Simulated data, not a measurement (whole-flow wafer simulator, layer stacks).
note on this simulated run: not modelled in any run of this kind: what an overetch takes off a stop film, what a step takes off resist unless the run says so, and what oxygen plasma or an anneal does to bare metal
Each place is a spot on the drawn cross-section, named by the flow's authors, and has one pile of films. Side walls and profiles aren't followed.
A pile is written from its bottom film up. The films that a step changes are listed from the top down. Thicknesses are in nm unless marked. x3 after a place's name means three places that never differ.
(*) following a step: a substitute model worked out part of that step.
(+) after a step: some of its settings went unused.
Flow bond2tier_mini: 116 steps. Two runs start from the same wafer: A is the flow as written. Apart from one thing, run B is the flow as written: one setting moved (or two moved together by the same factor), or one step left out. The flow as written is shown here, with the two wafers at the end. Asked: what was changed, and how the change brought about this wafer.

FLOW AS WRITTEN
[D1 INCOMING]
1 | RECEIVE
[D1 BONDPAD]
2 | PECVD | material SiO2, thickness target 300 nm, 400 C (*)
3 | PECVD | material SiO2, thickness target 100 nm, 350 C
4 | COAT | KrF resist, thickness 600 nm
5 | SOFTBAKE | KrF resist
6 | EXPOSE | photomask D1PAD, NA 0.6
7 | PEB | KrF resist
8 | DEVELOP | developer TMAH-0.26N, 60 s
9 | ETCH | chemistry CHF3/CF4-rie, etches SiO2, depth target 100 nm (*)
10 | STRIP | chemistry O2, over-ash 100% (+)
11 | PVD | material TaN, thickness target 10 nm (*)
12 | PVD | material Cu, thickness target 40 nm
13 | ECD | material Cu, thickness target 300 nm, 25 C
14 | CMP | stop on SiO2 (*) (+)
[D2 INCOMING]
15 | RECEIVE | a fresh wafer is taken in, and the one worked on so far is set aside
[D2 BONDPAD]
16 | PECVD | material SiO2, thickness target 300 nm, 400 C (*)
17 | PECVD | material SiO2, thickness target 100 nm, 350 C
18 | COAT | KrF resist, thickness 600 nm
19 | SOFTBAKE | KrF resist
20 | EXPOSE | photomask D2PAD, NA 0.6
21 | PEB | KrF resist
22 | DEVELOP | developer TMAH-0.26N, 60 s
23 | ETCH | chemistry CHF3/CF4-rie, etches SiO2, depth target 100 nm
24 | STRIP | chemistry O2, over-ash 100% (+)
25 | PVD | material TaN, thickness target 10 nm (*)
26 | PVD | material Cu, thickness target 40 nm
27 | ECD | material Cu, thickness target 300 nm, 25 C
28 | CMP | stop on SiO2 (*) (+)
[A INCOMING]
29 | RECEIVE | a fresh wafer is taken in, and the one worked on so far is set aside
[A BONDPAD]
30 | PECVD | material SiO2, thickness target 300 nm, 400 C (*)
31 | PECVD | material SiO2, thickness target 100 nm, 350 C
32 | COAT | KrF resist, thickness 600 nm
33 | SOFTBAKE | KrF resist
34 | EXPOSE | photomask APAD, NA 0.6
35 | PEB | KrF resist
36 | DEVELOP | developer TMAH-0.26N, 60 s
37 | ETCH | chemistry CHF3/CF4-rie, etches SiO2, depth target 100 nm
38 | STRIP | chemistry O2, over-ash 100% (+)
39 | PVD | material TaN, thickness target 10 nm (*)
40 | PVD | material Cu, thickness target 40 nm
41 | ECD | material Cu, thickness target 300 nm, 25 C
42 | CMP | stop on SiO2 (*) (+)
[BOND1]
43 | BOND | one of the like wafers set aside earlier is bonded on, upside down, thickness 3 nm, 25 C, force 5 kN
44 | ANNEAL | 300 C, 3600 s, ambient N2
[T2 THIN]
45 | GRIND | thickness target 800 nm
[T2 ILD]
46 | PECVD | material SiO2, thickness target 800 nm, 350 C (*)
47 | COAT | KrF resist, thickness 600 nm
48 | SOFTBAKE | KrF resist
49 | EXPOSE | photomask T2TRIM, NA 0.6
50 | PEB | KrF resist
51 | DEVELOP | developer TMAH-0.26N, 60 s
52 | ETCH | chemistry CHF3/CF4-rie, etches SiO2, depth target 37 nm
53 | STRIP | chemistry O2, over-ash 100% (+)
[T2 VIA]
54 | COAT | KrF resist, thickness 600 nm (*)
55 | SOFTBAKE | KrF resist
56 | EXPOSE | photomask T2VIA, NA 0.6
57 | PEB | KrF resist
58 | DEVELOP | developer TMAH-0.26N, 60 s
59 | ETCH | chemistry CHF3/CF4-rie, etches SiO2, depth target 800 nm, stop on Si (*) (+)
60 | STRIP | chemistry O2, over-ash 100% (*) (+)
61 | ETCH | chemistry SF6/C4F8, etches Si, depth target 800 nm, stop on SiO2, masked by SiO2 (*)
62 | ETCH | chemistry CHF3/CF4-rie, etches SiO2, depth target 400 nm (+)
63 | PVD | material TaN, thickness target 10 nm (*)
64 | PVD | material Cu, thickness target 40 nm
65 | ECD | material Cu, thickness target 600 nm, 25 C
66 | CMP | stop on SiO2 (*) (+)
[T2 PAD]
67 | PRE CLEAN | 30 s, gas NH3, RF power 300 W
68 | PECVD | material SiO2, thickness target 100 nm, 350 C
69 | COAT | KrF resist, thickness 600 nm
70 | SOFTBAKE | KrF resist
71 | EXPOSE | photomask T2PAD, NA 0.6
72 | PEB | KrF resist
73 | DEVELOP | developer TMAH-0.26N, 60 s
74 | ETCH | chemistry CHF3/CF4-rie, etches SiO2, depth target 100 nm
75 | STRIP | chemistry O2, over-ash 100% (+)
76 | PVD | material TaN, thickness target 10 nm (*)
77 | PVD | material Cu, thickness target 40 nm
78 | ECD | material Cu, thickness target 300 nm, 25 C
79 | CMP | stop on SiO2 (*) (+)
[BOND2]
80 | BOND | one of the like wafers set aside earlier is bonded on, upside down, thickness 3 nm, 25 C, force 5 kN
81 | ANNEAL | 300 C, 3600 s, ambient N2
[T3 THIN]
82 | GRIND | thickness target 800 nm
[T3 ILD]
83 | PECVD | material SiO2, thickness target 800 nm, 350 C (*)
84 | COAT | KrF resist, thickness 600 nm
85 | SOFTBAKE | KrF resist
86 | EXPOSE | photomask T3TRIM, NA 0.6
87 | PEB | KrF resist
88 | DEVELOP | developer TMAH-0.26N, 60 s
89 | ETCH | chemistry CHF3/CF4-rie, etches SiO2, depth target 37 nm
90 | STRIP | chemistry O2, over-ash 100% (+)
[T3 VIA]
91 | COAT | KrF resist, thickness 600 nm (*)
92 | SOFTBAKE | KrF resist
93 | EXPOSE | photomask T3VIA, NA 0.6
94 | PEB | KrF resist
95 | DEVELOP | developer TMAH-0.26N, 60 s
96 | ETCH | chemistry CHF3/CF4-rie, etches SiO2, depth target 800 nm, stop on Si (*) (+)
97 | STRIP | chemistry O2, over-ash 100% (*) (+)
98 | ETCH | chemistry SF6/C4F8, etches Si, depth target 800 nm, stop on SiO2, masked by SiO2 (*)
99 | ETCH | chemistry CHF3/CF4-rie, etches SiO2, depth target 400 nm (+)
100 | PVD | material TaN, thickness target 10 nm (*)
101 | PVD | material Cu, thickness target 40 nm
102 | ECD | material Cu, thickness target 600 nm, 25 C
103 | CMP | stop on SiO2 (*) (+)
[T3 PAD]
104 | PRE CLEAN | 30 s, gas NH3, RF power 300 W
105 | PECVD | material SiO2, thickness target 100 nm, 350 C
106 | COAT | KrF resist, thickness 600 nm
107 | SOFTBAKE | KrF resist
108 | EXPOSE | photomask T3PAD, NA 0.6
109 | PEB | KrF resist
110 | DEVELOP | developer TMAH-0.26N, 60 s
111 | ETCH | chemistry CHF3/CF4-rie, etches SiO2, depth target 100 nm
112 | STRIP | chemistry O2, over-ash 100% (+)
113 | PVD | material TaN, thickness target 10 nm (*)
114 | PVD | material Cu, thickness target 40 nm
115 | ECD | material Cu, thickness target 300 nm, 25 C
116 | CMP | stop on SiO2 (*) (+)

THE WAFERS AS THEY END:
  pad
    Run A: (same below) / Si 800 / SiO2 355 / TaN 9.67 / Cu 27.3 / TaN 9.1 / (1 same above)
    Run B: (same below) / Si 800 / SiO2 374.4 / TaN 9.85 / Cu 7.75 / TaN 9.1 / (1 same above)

What caused this: step 89, ETCH: depth target 17.6 nm was run, whereas the flow has depth target 37 nm.

How this came from the change, step by step:
  89 | ETCH | chemistry CHF3/CF4-rie, etches SiO2, depth target 37 nm
      field: A -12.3 KrF resist | B -5.87 KrF resist
      pad: A -37 SiO2 | B -17.6 SiO2
  97 | STRIP | chemistry O2, over-ash 100% (*) (+)
      field: A -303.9 KrF resist (all of it) | B -312.1 KrF resist (all of it)
      pad: A -336 KrF resist (all of it) | B -327.4 KrF resist (all of it)
  102 | ECD | material Cu, thickness target 600 nm, 25 C
      pad: A +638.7 Cu | B +618.4 Cu
